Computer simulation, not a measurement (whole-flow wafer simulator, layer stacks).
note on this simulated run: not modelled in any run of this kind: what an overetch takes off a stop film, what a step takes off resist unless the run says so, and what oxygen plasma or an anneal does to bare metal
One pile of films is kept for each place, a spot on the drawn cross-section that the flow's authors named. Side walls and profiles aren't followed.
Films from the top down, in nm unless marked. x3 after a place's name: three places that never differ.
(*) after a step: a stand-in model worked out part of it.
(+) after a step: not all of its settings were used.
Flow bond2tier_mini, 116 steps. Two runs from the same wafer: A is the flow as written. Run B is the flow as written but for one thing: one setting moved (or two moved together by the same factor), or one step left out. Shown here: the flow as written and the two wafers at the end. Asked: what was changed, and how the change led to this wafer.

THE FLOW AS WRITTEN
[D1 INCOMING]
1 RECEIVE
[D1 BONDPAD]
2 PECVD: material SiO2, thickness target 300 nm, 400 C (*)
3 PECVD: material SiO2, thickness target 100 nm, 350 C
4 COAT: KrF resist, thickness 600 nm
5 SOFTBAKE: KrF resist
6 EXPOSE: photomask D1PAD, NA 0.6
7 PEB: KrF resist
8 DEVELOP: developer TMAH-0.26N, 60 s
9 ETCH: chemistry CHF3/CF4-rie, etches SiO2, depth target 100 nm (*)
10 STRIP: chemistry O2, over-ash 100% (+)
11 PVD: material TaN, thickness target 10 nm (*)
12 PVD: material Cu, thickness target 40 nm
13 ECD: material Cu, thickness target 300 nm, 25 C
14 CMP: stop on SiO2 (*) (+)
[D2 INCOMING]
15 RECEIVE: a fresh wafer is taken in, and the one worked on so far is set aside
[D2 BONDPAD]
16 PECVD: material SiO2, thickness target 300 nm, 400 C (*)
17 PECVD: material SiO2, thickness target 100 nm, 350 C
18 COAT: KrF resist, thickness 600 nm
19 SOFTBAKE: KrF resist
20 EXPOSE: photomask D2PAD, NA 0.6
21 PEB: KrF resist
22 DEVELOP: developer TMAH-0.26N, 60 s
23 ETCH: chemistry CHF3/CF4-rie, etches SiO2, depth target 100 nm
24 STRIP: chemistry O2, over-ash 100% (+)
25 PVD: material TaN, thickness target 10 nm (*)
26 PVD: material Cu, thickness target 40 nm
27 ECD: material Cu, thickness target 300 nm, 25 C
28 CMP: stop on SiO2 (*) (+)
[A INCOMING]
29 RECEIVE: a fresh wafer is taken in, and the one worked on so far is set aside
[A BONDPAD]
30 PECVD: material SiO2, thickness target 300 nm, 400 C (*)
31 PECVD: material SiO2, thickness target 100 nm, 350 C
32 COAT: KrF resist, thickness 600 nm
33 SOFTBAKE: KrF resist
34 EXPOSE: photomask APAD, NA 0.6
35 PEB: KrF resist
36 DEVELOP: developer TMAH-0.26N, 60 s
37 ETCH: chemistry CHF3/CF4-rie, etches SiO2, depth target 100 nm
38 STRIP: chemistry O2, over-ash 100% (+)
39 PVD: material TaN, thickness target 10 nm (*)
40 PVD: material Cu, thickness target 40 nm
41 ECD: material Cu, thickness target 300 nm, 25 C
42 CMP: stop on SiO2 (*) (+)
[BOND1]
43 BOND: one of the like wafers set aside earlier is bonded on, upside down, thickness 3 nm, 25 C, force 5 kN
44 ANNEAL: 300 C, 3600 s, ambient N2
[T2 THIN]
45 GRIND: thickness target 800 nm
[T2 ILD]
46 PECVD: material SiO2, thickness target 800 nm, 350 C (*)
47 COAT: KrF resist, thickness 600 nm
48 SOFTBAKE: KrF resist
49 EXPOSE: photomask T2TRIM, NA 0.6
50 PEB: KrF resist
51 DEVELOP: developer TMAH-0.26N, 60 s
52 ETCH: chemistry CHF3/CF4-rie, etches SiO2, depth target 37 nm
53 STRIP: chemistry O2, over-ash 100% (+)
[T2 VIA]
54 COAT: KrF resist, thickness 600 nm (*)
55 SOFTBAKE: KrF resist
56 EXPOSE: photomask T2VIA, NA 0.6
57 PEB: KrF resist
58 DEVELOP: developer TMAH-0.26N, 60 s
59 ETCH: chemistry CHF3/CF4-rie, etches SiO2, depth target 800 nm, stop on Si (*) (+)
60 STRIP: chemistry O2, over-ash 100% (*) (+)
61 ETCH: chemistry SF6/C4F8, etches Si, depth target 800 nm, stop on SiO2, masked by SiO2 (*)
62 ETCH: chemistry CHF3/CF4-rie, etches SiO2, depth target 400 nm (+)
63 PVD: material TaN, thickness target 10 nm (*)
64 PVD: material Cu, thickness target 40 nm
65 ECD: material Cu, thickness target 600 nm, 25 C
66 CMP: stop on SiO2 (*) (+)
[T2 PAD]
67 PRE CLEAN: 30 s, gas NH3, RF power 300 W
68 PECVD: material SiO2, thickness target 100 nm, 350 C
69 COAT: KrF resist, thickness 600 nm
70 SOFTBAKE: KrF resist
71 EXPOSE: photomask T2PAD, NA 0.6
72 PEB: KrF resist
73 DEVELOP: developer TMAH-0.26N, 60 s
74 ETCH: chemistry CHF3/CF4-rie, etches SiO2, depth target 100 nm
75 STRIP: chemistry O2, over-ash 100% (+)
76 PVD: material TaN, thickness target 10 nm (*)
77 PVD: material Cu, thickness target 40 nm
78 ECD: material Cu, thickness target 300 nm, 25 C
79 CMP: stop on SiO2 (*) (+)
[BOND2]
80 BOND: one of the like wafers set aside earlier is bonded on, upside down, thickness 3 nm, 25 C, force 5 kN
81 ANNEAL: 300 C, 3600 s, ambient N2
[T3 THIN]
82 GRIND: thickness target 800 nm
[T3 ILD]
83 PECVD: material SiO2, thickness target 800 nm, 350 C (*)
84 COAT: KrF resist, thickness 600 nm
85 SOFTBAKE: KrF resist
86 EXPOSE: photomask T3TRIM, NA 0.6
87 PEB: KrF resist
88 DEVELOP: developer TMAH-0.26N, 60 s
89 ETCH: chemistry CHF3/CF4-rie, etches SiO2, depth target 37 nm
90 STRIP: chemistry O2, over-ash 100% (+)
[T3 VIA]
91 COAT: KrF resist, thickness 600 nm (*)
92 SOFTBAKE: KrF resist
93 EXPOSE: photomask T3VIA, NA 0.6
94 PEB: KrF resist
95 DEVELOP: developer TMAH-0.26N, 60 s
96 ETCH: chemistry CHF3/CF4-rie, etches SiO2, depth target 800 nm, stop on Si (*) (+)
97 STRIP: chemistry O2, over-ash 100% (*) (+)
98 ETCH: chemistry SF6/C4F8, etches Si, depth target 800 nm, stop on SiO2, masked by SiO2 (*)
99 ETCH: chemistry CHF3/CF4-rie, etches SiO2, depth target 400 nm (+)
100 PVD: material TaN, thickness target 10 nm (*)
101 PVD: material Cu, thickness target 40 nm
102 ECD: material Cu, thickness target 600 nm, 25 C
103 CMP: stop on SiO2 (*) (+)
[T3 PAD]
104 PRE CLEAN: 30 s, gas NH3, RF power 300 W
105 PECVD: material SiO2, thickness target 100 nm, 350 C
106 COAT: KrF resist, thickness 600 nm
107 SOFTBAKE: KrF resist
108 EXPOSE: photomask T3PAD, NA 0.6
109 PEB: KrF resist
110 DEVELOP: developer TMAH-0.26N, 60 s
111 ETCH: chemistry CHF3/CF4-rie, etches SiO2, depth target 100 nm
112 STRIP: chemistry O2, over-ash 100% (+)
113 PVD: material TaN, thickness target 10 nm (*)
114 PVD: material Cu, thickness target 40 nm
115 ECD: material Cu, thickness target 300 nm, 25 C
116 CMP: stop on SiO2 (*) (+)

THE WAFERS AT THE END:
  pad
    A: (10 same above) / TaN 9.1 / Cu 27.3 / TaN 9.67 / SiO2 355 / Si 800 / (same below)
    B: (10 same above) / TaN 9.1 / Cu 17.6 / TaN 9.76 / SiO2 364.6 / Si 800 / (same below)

The cause: step 52, ETCH: depth target 27.4 nm was run, where the flow has depth target 37 nm.

How the change led to this, step by step:
  52 ETCH: chemistry CHF3/CF4-rie, etches SiO2, depth target 37 nm
      pad, via: A SiO2 -37 | B SiO2 -27.4
      field: A KrF resist -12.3 | B KrF resist -9.13
